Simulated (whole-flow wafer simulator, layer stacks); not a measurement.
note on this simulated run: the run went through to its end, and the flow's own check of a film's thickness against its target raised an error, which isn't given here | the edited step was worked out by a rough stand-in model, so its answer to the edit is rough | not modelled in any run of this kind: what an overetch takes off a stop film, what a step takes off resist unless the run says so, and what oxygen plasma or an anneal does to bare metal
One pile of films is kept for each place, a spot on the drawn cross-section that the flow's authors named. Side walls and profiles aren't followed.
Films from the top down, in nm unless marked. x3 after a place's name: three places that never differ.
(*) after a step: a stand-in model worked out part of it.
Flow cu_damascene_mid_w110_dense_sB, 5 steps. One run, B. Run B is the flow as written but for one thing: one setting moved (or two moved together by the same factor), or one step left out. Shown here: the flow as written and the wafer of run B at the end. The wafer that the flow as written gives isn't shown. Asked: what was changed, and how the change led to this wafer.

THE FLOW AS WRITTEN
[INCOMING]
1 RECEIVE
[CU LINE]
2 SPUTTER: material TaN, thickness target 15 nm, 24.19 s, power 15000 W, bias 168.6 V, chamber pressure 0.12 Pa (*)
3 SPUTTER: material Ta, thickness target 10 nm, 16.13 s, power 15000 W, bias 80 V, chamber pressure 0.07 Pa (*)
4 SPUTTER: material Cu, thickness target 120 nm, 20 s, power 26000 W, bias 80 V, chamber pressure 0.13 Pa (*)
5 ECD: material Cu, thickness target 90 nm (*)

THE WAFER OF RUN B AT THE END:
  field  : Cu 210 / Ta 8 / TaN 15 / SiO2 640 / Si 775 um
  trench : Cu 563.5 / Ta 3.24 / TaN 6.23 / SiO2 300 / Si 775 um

The cause: step 3, SPUTTER: thickness target 8 nm was run, where the flow has thickness target 10 nm; step 3, SPUTTER: 12.9 s was run, where the flow has 16.13 s.
It can be read off the wafer: field has Ta 8, and step 3 as written asks for 10 nm.

How the change led to this, step by step:
  3 SPUTTER: material Ta, thickness target 10 nm, 16.13 s, power 15000 W, bias 80 V, chamber pressure 0.07 Pa (*)
      field: Ta +8 (new film) (as written it would be: Ta +10 (new film))
      trench: Ta +3.24 (new film) (as written it would be: Ta +4.05 (new film))
